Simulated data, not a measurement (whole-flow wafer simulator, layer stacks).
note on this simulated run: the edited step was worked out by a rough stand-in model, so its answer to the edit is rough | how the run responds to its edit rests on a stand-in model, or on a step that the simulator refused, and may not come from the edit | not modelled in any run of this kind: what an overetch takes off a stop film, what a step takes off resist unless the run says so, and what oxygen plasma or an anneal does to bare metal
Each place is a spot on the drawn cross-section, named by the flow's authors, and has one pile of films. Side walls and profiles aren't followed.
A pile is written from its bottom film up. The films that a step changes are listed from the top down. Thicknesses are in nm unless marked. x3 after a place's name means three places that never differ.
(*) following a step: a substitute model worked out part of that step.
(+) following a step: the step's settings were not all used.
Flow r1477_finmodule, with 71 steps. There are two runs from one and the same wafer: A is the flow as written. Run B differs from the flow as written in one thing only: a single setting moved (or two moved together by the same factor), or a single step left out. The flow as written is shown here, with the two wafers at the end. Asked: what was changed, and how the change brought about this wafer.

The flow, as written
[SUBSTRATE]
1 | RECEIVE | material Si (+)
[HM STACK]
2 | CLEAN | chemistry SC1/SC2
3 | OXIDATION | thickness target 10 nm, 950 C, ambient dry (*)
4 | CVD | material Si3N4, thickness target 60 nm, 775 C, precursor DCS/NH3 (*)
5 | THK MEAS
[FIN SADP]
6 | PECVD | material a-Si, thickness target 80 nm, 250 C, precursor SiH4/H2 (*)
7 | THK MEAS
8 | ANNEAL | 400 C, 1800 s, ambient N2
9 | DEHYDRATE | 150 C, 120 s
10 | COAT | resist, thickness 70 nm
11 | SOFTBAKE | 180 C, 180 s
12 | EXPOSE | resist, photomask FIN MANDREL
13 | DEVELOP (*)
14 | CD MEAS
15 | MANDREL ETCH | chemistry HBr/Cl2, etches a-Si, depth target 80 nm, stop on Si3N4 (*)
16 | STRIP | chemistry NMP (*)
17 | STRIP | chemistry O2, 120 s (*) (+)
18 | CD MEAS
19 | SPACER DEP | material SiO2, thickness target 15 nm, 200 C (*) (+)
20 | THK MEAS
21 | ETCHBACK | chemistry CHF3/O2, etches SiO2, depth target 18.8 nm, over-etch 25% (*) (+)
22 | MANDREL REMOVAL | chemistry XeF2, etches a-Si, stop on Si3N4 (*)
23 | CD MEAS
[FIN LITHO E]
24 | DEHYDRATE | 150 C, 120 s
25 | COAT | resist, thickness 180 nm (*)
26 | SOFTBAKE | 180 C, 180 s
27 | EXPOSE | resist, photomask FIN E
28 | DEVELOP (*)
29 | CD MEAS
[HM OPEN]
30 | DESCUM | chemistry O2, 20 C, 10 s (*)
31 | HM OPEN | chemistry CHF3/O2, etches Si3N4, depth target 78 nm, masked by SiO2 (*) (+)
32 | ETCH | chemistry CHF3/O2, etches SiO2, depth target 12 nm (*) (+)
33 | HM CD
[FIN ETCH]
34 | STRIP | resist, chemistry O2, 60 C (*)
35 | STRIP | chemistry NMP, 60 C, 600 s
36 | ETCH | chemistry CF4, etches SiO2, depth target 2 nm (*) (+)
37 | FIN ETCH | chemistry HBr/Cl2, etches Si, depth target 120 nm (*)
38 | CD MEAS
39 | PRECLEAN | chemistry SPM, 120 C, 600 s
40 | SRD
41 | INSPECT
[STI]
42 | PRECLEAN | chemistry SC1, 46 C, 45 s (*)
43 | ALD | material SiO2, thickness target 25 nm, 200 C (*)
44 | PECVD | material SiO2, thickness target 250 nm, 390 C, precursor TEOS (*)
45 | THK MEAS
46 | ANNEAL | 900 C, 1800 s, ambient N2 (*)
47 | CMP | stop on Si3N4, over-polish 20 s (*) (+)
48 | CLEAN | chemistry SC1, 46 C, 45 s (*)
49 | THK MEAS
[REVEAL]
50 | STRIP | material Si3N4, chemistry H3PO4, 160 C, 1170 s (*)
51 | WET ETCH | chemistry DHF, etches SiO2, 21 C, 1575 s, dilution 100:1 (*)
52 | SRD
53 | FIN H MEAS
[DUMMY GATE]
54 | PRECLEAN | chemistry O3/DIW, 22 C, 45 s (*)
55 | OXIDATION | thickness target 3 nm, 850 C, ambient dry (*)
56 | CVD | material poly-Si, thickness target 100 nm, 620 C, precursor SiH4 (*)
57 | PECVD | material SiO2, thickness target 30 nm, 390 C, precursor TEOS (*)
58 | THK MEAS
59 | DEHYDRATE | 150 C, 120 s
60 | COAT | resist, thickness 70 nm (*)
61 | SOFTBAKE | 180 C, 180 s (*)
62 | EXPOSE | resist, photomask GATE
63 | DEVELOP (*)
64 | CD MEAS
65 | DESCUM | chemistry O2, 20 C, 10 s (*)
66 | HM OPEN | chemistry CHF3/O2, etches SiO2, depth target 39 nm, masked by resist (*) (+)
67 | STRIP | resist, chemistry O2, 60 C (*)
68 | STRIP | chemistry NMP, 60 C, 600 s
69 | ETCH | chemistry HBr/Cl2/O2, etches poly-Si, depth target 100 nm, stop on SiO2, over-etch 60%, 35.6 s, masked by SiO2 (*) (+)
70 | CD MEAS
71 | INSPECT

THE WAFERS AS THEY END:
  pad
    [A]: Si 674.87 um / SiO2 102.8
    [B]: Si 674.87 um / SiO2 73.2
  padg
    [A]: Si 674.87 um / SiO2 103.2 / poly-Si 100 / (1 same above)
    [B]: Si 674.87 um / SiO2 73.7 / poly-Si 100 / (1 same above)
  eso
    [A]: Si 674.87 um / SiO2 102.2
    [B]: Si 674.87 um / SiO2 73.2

What caused this: step 44, PECVD: thickness target 143.8 nm was run, while the flow as written has thickness target 250 nm.

Step by step, how the change led to this:
  44 | PECVD | material SiO2, thickness target 250 nm, 390 C, precursor TEOS (*)
      pad, padg, elg and 33 more: A +250 SiO2 | B +143.8 SiO2
  46 | ANNEAL | 900 C, 1800 s, ambient N2 (*)
      pad, padg, elg and 33 more: A -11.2 SiO2 | B -6.47 SiO2
  47 | CMP | stop on Si3N4, over-polish 20 s (*) (+)
      pad, padg, e40sg and 11 more: A -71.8 SiO2 | B nothing
      eso: A -72.4 SiO2 | B nothing
      (as well as at 21 more places)
  60 | COAT | resist, thickness 70 nm (*)
      e40lg, e100lg, e200lg, elo, e40lo, e100lo, e200lo: A +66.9 resist (new film) | B +65.4 resist (new film)
      s40sg, s45sg, s40so, s45so: A +91 resist (new film) | B +119.4 resist (new film)
      (as well as at 9 more places)
  63 | DEVELOP (*)
      elo, e40lo, e100lo, e200lo: A -66.9 resist (all of it) | B -65.4 resist (all of it)
      s40so, s45so: A -91 resist (all of it) | B -119.4 resist (all of it)
      (as well as at 5 more places)
  67 | STRIP | resist, chemistry O2, 60 C (*)
      e40lg, e100lg, e200lg: A -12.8 resist (all of it) | B -11.3 resist (all of it)
      s40sg, s45sg: A -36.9 resist (all of it) | B -65.3 resist (all of it)
      (as well as at 10 more places)
